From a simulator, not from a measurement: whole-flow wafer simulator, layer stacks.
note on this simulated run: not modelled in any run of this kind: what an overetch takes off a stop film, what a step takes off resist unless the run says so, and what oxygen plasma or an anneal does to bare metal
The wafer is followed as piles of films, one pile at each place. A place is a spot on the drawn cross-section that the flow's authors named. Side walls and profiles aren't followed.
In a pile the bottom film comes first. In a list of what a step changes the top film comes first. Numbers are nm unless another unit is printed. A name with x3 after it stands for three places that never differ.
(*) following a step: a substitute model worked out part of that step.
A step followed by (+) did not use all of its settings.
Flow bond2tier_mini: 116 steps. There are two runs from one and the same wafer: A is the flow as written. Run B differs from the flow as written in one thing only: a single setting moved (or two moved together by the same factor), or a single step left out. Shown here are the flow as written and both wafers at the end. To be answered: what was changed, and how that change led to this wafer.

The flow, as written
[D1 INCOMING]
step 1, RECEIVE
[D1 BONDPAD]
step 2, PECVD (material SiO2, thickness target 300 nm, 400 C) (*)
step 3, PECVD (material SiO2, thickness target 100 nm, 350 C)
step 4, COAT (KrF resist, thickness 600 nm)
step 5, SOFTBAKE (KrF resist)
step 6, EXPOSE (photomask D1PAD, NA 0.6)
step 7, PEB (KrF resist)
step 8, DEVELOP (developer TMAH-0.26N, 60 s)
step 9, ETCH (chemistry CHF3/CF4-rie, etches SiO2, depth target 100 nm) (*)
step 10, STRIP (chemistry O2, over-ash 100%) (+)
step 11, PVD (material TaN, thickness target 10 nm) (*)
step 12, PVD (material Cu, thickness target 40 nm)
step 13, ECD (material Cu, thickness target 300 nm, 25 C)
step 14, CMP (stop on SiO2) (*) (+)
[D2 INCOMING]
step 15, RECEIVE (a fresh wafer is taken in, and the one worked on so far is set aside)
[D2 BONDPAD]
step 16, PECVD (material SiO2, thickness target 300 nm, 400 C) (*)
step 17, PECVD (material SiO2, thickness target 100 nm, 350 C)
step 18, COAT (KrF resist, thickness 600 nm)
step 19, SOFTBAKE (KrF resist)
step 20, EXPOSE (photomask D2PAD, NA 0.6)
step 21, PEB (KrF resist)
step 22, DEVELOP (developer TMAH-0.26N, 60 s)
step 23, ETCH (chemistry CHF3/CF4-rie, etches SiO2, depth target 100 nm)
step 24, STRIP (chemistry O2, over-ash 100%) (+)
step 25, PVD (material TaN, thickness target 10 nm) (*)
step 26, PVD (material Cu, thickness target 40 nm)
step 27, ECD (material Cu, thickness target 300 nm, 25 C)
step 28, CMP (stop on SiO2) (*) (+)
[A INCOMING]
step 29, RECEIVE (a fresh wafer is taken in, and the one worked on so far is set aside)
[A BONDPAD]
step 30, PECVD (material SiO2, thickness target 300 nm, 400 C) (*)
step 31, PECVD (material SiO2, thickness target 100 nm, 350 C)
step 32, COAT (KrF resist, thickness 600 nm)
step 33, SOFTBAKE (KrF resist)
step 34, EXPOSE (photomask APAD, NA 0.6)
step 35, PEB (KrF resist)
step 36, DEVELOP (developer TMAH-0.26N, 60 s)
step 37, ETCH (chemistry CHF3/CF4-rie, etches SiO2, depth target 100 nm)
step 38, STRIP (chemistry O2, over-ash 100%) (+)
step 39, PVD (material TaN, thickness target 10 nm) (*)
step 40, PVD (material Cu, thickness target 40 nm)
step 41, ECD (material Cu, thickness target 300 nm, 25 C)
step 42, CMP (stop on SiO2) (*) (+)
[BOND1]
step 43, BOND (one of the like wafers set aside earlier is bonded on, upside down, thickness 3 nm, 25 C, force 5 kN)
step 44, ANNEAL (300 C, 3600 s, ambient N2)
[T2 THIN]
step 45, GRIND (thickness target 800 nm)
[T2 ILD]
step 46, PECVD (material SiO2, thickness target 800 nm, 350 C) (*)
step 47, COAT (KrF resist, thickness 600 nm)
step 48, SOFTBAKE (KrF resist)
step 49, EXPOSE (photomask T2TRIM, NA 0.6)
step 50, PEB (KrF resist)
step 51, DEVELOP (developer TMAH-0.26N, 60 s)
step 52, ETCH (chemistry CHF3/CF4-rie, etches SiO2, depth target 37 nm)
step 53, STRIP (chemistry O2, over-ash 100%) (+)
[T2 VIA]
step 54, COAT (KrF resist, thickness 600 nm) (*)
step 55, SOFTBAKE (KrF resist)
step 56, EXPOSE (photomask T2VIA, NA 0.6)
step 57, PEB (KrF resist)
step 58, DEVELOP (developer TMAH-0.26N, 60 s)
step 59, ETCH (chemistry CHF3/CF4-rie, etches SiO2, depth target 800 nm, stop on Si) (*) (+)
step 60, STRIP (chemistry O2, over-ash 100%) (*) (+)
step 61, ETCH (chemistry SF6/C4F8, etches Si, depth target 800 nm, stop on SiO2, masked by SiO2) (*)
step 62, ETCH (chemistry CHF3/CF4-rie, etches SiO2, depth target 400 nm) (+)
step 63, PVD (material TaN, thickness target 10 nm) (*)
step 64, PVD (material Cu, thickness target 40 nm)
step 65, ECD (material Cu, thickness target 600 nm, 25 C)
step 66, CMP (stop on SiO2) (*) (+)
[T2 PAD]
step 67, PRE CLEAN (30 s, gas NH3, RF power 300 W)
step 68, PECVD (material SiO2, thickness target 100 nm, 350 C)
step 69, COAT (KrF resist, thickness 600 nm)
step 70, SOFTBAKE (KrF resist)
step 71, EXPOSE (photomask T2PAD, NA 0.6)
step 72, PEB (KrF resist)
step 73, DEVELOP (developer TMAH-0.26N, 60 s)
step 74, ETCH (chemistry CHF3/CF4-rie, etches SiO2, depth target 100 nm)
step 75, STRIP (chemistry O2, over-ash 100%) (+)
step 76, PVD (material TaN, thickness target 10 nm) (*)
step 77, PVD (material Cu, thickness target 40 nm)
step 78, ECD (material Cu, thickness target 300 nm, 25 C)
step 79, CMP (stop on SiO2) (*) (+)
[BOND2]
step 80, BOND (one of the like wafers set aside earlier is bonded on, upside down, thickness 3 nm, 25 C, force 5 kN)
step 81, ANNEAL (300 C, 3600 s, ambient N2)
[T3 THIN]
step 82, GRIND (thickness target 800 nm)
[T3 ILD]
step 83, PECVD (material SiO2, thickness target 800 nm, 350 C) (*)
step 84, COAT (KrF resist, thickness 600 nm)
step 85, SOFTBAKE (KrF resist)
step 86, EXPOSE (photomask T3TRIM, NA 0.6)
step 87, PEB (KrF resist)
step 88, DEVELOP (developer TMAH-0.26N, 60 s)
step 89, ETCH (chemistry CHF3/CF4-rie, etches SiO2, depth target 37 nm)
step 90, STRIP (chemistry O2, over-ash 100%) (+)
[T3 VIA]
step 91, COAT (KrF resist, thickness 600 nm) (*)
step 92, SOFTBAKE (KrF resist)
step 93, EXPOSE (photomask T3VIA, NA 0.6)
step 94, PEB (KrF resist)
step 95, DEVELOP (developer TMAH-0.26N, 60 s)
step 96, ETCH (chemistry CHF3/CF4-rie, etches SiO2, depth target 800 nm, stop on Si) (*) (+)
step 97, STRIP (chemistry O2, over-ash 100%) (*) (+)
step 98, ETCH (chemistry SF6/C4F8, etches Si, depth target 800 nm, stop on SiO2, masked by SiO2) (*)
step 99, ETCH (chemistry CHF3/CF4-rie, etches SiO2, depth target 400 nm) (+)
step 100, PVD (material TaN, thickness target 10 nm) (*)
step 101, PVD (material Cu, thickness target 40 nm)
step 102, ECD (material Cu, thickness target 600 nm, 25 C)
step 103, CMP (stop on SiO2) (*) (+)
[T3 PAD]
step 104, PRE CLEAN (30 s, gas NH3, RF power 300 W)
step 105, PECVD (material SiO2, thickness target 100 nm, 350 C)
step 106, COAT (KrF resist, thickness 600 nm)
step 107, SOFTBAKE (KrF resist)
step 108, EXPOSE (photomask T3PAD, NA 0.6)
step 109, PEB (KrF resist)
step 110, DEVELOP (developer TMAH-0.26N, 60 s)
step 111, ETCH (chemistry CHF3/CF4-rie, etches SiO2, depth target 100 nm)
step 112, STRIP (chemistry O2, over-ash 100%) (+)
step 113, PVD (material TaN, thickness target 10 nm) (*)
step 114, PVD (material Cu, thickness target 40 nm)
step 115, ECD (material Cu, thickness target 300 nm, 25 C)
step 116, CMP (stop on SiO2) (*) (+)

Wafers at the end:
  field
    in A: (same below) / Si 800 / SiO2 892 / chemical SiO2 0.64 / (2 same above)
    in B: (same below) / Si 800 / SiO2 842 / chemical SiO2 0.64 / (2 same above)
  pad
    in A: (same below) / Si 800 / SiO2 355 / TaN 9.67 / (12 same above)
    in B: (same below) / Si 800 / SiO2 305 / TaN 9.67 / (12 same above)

Cause: step 62, ETCH: depth target 450 nm was run, while the flow as written has depth target 400 nm.

Step by step, how the change led to this:
  step 62, ETCH (chemistry CHF3/CF4-rie, etches SiO2, depth target 400 nm) (+)
      field, pad: A -400 SiO2 | B -450 SiO2
